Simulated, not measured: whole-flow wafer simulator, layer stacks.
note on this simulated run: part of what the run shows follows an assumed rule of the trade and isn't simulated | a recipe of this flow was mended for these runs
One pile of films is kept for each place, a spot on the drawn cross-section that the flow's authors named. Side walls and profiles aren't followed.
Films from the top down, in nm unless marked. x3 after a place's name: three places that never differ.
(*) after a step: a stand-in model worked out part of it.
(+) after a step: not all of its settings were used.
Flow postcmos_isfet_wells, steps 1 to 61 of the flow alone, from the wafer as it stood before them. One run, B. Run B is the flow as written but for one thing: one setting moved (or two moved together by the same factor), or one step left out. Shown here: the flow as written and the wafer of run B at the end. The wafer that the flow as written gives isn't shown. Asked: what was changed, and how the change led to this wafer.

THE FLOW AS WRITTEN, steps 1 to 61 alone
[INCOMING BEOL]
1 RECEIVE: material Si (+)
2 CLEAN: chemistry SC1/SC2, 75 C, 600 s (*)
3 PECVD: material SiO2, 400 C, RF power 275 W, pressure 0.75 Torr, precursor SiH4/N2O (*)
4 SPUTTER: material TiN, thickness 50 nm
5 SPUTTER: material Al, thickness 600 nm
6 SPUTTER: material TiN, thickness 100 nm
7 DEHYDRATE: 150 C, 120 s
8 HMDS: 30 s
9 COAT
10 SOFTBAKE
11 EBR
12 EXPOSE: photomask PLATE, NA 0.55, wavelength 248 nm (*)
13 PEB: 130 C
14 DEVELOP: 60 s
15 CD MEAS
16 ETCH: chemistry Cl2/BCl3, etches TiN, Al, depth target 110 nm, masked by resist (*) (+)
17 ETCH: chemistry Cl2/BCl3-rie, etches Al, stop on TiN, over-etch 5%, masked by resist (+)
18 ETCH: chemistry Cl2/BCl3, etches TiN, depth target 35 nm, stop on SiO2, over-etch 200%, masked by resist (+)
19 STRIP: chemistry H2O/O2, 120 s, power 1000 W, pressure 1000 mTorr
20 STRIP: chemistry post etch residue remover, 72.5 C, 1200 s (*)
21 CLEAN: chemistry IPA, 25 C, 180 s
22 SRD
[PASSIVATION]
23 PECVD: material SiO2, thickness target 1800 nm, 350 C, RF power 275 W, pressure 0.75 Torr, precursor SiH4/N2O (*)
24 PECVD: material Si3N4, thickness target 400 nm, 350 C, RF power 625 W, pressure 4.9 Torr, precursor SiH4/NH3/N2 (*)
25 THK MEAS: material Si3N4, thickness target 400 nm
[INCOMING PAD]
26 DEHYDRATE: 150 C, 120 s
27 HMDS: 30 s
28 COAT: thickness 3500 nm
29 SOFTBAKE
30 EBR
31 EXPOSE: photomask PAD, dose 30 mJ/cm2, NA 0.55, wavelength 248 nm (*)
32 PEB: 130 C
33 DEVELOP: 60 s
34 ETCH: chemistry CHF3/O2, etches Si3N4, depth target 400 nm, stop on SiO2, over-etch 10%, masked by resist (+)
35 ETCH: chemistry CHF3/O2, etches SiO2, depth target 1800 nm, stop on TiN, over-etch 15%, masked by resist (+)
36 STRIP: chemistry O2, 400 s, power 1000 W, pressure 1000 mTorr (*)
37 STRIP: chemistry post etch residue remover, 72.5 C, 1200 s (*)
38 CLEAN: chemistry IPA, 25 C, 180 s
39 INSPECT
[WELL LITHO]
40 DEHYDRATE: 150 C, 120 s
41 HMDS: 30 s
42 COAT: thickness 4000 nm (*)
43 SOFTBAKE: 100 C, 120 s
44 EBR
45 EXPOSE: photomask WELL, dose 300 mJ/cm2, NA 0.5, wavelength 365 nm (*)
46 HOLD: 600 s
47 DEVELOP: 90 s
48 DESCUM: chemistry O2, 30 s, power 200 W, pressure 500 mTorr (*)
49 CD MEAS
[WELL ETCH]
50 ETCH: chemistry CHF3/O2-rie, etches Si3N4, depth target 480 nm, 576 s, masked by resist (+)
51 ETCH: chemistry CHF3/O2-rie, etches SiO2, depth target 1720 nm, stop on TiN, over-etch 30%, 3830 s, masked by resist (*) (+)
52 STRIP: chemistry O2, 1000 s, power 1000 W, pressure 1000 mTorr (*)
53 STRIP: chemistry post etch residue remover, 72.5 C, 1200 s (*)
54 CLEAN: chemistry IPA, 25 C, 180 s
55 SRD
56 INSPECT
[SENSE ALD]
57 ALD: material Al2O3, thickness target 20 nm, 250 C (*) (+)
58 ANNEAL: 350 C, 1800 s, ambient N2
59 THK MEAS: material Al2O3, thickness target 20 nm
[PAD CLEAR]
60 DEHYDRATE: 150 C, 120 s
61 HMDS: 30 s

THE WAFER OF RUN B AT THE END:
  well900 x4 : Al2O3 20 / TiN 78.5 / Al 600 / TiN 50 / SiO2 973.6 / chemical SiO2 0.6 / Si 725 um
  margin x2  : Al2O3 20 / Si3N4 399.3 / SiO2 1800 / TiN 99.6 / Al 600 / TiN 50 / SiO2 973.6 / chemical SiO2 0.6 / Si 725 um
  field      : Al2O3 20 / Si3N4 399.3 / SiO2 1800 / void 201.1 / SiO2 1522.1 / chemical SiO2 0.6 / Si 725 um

The cause: step 3, PECVD: RF power 260 W was run, where the flow has RF power 275 W.

How the change led to this, step by step:
  3 PECVD: material SiO2, 400 C, RF power 275 W, pressure 0.75 Torr, precursor SiH4/N2O (*)
      field, margin x2, well900 x4, pad_clr, pad_open: SiO2 +973.6 (new film) (as written it would be: SiO2 +1000 (new film))
